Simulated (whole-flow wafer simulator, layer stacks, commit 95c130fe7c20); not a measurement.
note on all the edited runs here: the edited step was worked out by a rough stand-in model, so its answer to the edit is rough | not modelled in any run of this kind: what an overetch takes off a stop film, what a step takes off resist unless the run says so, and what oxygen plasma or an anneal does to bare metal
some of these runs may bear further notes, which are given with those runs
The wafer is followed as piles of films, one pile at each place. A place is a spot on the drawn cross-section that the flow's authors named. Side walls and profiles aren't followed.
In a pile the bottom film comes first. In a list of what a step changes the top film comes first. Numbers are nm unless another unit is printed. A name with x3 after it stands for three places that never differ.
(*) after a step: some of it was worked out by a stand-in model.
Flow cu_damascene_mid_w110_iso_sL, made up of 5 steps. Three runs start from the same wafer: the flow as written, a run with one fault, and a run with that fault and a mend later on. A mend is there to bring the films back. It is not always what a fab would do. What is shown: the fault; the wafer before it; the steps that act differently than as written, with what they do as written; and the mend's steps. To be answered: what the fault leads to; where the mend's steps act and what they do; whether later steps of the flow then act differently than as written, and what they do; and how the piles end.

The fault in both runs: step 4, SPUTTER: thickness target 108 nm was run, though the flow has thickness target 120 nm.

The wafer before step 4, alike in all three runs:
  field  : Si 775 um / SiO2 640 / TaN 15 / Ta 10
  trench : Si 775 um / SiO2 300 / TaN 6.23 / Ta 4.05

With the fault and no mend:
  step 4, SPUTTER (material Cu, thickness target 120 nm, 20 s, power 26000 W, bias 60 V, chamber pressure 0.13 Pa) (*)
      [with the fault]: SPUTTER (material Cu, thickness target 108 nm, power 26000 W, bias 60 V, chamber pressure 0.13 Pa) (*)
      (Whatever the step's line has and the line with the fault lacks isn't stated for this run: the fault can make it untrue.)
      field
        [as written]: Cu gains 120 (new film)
        [with the fault]: Cu gains 108 (new film)
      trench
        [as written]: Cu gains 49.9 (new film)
        [with the fault]: Cu gains 44.9 (new film)
  Later steps of the flow that are run all act as written at every place that is followed, up to a difference of at most 2% or 0.5 nm, whichever is larger.
  The piles end different from the flow's at field, trench by more than 2% or 0.5 nm, whichever is larger.
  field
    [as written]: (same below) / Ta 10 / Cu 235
    [with the fault]: (same below) / Ta 10 / Cu 223
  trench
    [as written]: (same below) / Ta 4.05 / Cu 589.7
    [with the fault]: (same below) / Ta 4.05 / Cu 577.7

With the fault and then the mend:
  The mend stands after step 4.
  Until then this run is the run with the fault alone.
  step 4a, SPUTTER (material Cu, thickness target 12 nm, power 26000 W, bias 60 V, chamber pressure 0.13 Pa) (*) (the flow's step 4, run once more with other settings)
      field
        Cu gains 12
      trench
        Cu gains 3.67
  Later steps of the flow that are run all act as written at every place that is followed, up to a difference of at most 2% or 0.5 nm, whichever is larger.
  By the end, the piles equal the flow's at every place that both follow.
